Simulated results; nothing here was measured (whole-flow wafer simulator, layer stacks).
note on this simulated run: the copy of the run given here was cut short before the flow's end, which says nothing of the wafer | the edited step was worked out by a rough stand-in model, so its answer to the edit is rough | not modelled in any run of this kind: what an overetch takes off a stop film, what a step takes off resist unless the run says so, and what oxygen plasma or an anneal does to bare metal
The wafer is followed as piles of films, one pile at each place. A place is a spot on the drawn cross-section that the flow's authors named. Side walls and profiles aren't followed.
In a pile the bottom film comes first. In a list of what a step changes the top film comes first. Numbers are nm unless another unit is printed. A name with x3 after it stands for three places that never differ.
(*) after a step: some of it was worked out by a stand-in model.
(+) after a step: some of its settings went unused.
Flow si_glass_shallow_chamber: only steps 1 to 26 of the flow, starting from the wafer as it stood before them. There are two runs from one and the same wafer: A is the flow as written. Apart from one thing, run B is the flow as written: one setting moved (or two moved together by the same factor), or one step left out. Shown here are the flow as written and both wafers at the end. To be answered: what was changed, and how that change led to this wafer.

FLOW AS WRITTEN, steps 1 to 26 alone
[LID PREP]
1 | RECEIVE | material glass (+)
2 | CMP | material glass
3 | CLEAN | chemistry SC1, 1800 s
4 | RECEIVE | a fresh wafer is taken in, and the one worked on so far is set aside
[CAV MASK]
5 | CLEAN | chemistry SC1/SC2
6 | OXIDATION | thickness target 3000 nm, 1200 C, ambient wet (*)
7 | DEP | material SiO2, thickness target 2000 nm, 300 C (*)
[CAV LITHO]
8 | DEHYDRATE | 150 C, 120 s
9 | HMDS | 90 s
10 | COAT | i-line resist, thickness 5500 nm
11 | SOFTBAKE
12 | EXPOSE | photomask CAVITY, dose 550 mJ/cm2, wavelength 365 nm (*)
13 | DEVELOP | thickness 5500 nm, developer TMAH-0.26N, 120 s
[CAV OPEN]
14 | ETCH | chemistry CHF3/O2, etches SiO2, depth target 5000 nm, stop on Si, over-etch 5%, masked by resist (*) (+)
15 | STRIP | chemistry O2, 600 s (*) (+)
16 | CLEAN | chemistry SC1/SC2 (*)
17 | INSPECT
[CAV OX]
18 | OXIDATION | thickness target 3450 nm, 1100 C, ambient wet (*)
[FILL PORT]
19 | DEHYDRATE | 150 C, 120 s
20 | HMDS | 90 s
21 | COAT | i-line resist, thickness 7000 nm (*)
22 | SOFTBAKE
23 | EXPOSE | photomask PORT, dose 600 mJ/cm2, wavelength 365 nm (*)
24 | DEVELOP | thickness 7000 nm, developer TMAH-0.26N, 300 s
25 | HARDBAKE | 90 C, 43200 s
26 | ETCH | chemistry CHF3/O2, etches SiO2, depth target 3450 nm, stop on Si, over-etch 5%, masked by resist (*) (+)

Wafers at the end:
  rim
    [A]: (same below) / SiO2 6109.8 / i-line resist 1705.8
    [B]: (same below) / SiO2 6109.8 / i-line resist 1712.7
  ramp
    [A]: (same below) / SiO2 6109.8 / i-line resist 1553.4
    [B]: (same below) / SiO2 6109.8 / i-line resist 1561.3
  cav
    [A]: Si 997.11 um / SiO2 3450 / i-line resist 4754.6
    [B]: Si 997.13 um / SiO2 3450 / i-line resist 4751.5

Cause: step 14, ETCH: over-etch 3.62% was run, whereas the flow has over-etch 5%.

The path from the change to this, step by step:
  14 | ETCH | chemistry CHF3/O2, etches SiO2, depth target 5000 nm, stop on Si, over-etch 5%, masked by resist (*) (+)
      cav, port: A SiO2 loses 5000 (all of it), Si loses 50 | B SiO2 loses 5000 (all of it), Si loses 36.2
  15 | STRIP | chemistry O2, 600 s (*) (+)
      rim, ramp, septum, ring: A i-line resist loses 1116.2 (all of it) | B i-line resist loses 1173.7 (all of it)
